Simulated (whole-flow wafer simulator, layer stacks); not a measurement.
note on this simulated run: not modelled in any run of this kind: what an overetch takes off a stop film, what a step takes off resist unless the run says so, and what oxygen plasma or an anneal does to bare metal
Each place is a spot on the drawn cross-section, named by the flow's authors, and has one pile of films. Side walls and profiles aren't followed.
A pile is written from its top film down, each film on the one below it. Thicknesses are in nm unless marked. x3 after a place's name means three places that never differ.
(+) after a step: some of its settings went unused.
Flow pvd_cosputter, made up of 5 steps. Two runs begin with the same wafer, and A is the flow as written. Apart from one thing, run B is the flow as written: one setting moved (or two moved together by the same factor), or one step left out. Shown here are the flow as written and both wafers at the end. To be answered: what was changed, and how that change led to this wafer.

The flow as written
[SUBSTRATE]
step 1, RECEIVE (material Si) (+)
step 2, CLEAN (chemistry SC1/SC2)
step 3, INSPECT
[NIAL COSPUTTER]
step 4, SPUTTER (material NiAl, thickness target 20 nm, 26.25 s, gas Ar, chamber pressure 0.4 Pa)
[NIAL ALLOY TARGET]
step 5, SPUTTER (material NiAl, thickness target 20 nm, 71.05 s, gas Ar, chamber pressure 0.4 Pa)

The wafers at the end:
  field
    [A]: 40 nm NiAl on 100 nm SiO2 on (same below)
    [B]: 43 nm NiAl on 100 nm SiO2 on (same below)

What caused this: step 5, SPUTTER: thickness target 23 nm was run, whereas the flow has thickness target 20 nm.

The path from the change to this, step by step:
  step 5, SPUTTER (material NiAl, thickness target 20 nm, 71.05 s, gas Ar, chamber pressure 0.4 Pa)
      field: A +20 NiAl | B +23 NiAl
